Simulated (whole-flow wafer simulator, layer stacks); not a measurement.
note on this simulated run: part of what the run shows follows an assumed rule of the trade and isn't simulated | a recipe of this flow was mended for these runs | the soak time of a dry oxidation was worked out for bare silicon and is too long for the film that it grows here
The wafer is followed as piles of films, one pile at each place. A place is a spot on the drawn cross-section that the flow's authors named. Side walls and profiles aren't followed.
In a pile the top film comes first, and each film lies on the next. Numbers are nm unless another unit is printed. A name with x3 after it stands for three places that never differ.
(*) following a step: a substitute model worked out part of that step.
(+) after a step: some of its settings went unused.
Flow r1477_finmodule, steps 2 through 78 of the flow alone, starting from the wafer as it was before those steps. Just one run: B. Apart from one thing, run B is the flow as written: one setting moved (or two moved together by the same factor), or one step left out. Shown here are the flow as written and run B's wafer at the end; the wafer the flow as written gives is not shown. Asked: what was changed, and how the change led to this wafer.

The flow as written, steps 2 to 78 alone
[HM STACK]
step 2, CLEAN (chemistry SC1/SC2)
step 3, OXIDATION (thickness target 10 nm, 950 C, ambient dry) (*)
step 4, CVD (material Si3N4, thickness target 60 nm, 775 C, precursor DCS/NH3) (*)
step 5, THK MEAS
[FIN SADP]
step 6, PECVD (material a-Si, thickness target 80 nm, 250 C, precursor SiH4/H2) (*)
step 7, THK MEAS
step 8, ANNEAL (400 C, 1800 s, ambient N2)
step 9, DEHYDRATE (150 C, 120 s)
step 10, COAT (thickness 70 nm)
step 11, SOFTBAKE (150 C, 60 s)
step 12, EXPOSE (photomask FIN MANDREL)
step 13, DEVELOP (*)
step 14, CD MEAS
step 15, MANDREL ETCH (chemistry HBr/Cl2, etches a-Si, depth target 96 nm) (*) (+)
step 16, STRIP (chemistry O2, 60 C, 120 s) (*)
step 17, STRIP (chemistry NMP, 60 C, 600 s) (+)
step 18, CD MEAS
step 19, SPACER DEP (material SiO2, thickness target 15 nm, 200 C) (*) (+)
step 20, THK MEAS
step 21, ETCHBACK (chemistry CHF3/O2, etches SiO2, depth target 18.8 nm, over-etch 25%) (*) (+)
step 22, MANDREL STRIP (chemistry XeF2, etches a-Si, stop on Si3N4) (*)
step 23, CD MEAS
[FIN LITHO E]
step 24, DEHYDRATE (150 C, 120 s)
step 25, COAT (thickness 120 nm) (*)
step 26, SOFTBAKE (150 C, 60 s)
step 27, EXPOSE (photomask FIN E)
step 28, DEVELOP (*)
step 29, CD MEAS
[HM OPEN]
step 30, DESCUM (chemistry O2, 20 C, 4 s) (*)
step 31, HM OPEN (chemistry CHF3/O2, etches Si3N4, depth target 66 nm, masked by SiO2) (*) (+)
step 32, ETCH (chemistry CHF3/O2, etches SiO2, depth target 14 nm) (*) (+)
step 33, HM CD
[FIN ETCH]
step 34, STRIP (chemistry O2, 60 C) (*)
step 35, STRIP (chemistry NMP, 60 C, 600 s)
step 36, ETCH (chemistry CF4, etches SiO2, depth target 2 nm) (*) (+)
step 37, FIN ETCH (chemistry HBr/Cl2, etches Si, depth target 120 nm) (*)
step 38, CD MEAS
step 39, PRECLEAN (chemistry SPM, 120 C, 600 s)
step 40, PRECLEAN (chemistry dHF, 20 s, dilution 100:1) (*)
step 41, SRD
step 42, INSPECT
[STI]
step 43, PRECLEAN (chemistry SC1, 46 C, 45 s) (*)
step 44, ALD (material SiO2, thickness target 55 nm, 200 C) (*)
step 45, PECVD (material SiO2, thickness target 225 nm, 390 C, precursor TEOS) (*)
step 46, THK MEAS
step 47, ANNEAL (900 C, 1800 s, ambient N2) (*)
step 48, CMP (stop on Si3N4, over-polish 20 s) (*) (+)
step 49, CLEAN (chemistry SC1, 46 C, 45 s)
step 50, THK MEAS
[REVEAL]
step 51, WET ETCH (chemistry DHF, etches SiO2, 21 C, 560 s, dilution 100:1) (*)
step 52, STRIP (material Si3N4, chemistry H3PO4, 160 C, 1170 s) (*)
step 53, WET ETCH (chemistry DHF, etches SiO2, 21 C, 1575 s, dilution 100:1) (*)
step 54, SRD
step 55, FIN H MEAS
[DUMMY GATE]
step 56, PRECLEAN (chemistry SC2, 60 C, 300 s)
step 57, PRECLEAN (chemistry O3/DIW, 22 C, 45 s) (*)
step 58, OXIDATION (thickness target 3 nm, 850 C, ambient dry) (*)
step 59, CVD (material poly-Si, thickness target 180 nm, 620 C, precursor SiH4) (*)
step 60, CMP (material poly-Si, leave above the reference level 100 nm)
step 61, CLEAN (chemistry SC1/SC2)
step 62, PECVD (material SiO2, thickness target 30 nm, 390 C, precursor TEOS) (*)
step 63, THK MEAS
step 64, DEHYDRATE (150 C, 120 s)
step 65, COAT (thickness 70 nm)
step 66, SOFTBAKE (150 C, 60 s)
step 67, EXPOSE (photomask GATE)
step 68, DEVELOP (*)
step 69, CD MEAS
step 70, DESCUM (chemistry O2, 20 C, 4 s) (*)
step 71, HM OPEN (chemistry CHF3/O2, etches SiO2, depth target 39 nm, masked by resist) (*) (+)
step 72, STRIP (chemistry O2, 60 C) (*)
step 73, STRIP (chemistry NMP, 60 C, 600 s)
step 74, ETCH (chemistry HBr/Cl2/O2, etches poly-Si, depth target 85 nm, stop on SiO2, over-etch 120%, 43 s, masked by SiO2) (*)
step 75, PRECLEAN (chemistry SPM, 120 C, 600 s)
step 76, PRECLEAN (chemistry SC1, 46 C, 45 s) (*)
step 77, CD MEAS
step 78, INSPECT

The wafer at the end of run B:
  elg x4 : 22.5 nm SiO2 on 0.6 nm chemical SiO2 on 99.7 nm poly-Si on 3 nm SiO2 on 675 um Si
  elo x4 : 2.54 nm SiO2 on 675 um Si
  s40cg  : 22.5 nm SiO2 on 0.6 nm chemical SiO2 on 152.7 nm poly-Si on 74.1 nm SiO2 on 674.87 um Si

What caused this: step 3, OXIDATION: 807.5 C was run, though the flow has 950 C.

Step by step, how the change led to this:
  step 3, OXIDATION (thickness target 10 nm, 950 C, ambient dry) (*)
      pad, padg, elg x4 and 30 more: SiO2 gains 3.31 (new film), chemical SiO2 loses 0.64 (all of it), Si loses 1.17 (it would be, as written: SiO2 gains 10 (new film), chemical SiO2 loses 0.64 (all of it), Si loses 4.12)
  step 31, HM OPEN (chemistry CHF3/O2, etches Si3N4, depth target 66 nm, masked by SiO2) (*) (+)
      pad, padg, esg and 13 more: Si3N4 loses 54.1 (all of it), SiO2 loses 3.31 (all of it), Si loses 2.86 (it would be, as written: Si3N4 loses 54.1 (all of it), SiO2 loses 5.95)
  step 32, ETCH (chemistry CHF3/O2, etches SiO2, depth target 14 nm) (*) (+)
      e100sg, s40sg, e100so, s40so: Si loses 2.5 (it would be, as written: SiO2 loses 4.05 (all of it), Si loses 1.99)
      pad, padg: Si loses 2.8 (it would be, as written: SiO2 loses 4.05 (all of it), Si loses 1.99)
      (as well as at 16 more places)
  step 44, ALD (material SiO2, thickness target 55 nm, 200 C) (*)
      s40cg, s45cg, s50cg, s40co, s45co, s50co: SiO2 gains 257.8 (new film) (it would be, as written: SiO2 gains 263.2 (new film))
  step 48, CMP (stop on Si3N4, over-polish 20 s) (*) (+)
      pad, padg: SiO2 loses 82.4 (it would be, as written: SiO2 loses 79.4)
  step 53, WET ETCH (chemistry DHF, etches SiO2, 21 C, 1575 s, dilution 100:1) (*)
      elg x4, elo x4: SiO2 loses 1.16 (all of it) (it would be, as written: SiO2 loses 7.85 (all of it))
      s40sg_line, s45sg_line, s50sg_line, s40so_line, s45so_line, s50so_line: SiO2 loses 1.83 (all of it) (it would be, as written: SiO2 loses 8.51 (all of it))
  step 59, CVD (material poly-Si, thickness target 180 nm, 620 C, precursor SiH4) (*)
      esg, e40sg, e100sg and 15 more: poly-Si gains 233 (new film) (it would be, as written: poly-Si gains 226.3 (new film))
      e200sg, e200so: poly-Si gains 233 (new film) (it would be, as written: poly-Si gains 219.2 (new film))
  step 60, CMP (material poly-Si, leave above the reference level 100 nm)
      pad, padg: poly-Si loses 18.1 (it would be, as written: poly-Si loses 24.8)
      e200sg, e200so: poly-Si loses 80 (it would be, as written: poly-Si loses 72.9)
  step 74, ETCH (chemistry HBr/Cl2/O2, etches poly-Si, depth target 85 nm, stop on SiO2, over-etch 120%, 43 s, masked by SiO2) (*)
      eso, e40so, e100so and 7 more: chemical SiO2 loses 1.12 (all of it), poly-Si loses 150.6 (all of it), SiO2 loses 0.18 (it would be, as written: chemical SiO2 loses 1.12 (all of it), poly-Si loses 143.9 (all of it), SiO2 loses 0.22)
      pad: chemical SiO2 loses 1.12 (all of it), poly-Si loses 159.5 (all of it), SiO2 loses 0.14 (it would be, as written: chemical SiO2 loses 1.12 (all of it), poly-Si loses 152.8 (all of it), SiO2 loses 0.17)
